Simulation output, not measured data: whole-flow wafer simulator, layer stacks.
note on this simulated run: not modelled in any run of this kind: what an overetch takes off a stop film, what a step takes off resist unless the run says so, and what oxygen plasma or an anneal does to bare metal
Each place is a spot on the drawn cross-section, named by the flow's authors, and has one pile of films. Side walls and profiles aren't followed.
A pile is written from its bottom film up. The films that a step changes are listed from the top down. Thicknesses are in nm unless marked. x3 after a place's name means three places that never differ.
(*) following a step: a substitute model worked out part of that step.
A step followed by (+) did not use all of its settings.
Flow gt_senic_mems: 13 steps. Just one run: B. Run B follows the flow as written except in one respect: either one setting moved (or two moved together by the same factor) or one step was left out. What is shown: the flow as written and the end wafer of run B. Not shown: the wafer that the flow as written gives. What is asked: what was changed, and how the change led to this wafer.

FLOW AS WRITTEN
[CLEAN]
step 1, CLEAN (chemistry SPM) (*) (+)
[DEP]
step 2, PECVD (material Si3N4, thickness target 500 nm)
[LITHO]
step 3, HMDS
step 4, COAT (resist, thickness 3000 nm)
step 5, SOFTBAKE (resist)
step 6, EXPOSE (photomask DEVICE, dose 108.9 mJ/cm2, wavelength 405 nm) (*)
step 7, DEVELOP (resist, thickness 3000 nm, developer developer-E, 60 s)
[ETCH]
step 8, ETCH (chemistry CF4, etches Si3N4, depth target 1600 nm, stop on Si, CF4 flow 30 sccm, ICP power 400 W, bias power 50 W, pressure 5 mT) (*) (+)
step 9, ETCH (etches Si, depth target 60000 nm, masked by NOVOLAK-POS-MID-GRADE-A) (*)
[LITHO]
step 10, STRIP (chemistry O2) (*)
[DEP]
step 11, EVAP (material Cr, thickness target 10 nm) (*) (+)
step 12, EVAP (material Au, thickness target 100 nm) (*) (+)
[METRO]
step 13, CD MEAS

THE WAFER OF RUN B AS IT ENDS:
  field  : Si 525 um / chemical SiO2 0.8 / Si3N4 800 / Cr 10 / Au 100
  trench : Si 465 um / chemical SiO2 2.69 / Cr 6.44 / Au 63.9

What caused this: step 2, PECVD: thickness target 800 nm was run, while the flow as written has thickness target 500 nm.
The wafer itself shows it: field has Si3N4 800, and step 2 as written asks for 500 nm.

How this came from the change, step by step:
  step 2, PECVD (material Si3N4, thickness target 500 nm)
      field, trench: Si3N4 gains 800 (new film) (it would be, as written: Si3N4 gains 500 (new film))
  step 8, ETCH (chemistry CF4, etches Si3N4, depth target 1600 nm, stop on Si, CF4 flow 30 sccm, ICP power 400 W, bias power 50 W, pressure 5 mT) (*) (+)
      field: resist loses 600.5 (it would be, as written: resist loses 400.5)
      trench: Si3N4 loses 800 (all of it), chemical SiO2 loses 0.8 (all of it) (it would be, as written: Si3N4 loses 500 (all of it), chemical SiO2 loses 0.8 (all of it))
  step 10, STRIP (chemistry O2) (*)
      field: resist loses 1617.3 (all of it) (it would be, as written: resist loses 1817.3 (all of it))
